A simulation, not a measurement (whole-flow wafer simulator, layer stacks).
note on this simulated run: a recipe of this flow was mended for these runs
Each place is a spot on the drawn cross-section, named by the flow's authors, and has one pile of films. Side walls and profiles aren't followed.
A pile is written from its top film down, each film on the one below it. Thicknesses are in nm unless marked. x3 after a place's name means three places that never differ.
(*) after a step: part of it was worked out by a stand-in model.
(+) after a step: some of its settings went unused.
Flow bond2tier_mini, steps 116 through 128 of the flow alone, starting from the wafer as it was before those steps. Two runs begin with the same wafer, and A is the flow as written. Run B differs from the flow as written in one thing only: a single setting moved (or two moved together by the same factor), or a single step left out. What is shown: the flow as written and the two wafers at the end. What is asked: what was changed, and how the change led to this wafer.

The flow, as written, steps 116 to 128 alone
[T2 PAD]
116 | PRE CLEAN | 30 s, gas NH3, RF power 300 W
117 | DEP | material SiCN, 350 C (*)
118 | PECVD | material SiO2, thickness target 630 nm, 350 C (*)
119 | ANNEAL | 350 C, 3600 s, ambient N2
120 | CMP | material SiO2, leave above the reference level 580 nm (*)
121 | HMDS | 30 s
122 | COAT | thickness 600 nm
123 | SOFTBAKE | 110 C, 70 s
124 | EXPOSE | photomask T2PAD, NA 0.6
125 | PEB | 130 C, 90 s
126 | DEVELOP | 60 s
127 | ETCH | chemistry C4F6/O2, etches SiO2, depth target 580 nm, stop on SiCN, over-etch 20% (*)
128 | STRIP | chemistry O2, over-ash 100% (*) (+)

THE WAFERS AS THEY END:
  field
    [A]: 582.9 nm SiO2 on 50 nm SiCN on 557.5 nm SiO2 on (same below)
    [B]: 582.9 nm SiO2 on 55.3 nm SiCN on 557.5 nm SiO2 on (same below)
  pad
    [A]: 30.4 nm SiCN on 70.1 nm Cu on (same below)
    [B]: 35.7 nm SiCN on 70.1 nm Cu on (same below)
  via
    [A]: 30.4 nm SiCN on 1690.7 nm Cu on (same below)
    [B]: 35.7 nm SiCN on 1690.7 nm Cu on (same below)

The reason: step 117, DEP: 326 C was run, while the flow as written has 350 C.

Step by step, how the change led to this:
  117 | DEP | material SiCN, 350 C (*)
      field, pad, via: A +50 SiCN (new film) | B +55.3 SiCN (new film)
